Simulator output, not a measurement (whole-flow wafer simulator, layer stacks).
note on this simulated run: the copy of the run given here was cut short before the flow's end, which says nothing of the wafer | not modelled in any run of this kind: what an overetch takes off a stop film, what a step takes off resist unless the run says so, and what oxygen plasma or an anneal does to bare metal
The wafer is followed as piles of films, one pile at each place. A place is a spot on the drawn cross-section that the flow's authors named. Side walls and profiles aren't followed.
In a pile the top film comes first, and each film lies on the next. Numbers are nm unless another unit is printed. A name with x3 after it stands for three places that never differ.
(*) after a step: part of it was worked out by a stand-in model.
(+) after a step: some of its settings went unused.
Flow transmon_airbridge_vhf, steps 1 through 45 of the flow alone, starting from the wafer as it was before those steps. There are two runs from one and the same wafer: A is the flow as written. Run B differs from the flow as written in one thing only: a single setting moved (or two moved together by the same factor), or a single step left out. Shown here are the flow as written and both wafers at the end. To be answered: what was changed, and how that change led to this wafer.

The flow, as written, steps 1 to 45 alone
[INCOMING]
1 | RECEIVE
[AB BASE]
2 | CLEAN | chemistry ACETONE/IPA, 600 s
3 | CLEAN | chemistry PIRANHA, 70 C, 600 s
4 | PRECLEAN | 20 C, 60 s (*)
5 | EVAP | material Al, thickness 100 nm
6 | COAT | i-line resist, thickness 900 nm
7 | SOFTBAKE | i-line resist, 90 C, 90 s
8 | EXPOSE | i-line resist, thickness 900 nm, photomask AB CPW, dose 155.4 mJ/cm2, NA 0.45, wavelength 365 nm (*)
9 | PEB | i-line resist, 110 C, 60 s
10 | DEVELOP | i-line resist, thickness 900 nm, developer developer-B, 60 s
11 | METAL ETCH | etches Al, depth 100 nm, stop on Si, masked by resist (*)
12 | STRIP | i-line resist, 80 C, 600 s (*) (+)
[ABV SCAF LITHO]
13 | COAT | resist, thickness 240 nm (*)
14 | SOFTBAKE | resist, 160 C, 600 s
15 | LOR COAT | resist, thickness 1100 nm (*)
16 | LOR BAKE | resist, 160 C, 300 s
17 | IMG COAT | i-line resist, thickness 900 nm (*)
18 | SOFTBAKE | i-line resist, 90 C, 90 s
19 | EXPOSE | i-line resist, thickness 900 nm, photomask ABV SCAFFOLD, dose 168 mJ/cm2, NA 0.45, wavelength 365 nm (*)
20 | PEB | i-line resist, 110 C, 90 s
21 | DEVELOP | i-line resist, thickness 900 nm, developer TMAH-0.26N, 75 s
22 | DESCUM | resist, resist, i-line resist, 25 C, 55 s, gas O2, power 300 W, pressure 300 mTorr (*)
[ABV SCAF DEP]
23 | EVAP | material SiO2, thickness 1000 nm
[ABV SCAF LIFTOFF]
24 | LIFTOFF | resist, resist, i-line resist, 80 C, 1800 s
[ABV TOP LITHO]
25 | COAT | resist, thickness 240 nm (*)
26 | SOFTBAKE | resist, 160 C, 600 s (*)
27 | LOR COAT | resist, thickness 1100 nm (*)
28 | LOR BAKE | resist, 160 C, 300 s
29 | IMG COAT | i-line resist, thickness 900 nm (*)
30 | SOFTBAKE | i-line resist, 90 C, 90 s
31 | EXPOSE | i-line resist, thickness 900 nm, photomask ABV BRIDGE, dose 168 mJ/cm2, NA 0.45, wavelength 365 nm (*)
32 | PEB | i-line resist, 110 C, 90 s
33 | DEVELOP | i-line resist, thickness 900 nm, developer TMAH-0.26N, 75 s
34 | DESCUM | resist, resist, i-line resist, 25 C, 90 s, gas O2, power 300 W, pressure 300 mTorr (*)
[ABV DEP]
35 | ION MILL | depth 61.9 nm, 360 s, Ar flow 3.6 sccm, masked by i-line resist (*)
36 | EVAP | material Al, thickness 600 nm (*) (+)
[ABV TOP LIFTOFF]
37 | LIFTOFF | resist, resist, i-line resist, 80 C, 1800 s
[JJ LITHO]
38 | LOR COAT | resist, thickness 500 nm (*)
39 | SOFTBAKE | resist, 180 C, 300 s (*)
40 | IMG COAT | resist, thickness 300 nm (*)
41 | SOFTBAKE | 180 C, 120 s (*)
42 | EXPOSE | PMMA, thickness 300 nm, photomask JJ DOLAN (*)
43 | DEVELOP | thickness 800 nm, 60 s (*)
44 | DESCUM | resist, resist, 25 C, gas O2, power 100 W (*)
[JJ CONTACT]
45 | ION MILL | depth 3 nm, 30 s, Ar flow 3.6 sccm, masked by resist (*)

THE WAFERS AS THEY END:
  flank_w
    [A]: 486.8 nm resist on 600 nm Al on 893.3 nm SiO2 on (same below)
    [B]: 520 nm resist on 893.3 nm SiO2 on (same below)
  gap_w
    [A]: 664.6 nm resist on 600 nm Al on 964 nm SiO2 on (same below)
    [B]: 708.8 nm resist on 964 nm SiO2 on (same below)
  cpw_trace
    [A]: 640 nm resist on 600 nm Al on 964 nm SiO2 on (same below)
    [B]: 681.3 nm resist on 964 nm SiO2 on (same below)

Cause: step 36, EVAP: material Al, thickness 600 nm (*) (+), was skipped.

Step by step, how the change led to this:
  37 | LIFTOFF | resist, resist, i-line resist, 80 C, 1800 s
      field x3, jj_line, trace_open_s x2: A -600 Al (all of it), -600 i-line resist (all of it), -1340 resist (all of it) | B -600 i-line resist (all of it), -1340 resist (all of it)
      margin_s, margin_n: A -600 Al (all of it), -318.3 i-line resist (all of it), -992 resist (all of it) | B -318.3 i-line resist (all of it), -992 resist (all of it)
      (also at 1 further place)
  38 | LOR COAT | resist, thickness 500 nm (*)
      pad_w, pad_e: A +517 resist (new film) | B +585.2 resist (new film)
      flank_w, flank_e: A +306.5 resist (new film) | B +318.6 resist (new film)
      (also at 6 further places)
  40 | IMG COAT | resist, thickness 300 nm (*)
      pad_w, pad_e: A +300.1 resist | B +334.7 resist
      flank_w, flank_e: A +212.1 resist | B +233.2 resist
      (also at 6 further places)
With metal films that touch counted as one body, flank_w has 1 body; the flow as written gives 2 bodies (between them, from the top down: SiO2 893.3).
With metal films that touch counted as one body, gap_w has 0 bodies; the flow as written gives 1 body.
With metal films that touch counted as one body, cpw_trace has 1 body; the flow as written gives 2 bodies (between them, from the top down: SiO2 964).
